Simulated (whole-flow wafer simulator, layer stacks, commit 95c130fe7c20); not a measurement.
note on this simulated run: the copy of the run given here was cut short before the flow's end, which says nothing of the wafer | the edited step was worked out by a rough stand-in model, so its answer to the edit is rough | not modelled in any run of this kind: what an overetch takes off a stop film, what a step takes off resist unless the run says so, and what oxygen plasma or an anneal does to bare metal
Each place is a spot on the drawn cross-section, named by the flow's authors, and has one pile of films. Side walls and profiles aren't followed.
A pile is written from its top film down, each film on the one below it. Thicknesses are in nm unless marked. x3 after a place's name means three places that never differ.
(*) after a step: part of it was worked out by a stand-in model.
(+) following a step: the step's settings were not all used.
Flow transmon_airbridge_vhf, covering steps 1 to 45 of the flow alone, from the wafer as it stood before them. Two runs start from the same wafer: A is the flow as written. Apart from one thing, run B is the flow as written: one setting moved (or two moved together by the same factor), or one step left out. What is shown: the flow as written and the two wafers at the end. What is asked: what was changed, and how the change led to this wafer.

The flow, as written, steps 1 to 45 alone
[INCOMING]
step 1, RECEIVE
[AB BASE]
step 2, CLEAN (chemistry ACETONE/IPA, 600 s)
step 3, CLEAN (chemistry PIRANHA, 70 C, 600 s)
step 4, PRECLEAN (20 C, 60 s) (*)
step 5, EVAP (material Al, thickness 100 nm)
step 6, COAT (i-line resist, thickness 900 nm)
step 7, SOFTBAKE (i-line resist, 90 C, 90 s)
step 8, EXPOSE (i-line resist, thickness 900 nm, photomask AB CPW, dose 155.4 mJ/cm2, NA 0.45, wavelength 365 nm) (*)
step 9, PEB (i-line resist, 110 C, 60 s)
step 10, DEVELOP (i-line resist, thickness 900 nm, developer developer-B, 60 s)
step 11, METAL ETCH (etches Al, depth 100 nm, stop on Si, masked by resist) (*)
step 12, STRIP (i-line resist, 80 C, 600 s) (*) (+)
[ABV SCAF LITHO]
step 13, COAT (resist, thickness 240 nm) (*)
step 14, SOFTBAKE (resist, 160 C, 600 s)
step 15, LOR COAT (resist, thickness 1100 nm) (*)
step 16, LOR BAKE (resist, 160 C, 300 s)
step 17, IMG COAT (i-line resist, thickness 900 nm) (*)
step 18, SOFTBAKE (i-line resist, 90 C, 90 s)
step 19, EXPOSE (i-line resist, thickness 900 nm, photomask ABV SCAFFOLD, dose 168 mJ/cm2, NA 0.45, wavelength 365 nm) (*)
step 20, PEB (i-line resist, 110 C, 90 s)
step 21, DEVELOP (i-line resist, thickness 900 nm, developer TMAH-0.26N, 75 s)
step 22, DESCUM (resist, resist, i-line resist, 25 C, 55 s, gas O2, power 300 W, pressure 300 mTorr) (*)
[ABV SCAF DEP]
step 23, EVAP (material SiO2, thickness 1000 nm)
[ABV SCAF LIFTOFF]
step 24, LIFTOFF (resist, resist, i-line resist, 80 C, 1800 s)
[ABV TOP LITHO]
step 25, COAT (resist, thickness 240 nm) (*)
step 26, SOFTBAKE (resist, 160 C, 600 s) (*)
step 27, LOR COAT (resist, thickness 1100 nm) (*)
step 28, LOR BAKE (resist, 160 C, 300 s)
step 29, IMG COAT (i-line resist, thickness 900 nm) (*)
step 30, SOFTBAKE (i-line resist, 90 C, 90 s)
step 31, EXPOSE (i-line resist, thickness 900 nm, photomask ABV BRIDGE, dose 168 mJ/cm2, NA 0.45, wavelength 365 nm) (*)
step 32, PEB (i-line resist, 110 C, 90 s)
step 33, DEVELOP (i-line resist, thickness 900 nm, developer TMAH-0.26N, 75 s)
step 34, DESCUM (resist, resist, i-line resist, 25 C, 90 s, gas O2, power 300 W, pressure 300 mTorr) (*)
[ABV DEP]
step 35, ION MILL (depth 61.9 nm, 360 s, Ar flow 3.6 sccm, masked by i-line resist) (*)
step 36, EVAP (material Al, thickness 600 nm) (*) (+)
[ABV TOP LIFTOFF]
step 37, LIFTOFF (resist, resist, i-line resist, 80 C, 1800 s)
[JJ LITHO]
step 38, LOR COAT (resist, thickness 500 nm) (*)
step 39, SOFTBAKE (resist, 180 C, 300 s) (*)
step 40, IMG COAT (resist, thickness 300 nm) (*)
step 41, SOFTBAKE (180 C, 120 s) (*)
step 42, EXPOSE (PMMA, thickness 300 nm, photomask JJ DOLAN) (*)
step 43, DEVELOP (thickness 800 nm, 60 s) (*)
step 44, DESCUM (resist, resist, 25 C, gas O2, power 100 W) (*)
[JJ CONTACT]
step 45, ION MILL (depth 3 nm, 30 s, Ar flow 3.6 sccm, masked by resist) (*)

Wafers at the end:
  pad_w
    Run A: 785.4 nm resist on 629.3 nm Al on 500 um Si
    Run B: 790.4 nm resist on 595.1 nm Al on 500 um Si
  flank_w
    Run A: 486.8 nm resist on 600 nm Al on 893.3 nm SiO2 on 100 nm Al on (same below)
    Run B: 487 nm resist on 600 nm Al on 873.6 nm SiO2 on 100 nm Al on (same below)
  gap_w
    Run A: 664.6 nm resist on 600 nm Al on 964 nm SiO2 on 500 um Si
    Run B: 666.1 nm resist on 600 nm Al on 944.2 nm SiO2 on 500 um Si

What caused this: step 35, ION MILL: 558 s was run, whereas the flow has 360 s.

How this came from the change, step by step:
  step 35, ION MILL (depth 61.9 nm, 360 s, Ar flow 3.6 sccm, masked by i-line resist) (*)
      field x3, jj_line, ground_far, trace_open_s x2, margin_s, margin_n: A -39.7 i-line resist | B -61.6 i-line resist
      flank_w, gap_w, cpw_trace, gap_e, flank_e, bridge_strip: A -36 SiO2 | B -55.8 SiO2
      (also at 2 further places)
  step 37, LIFTOFF (resist, resist, i-line resist, 80 C, 1800 s)
      field x3, jj_line, trace_open_s x2: A -600 Al (all of it), -600 i-line resist (all of it), -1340 resist (all of it) | B -600 Al (all of it), -578.1 i-line resist (all of it), -1340 resist (all of it)
      margin_s, margin_n: A -600 Al (all of it), -318.3 i-line resist (all of it), -992 resist (all of it) | B -600 Al (all of it), -296.4 i-line resist (all of it), -992 resist (all of it)
      (also at 1 further place)
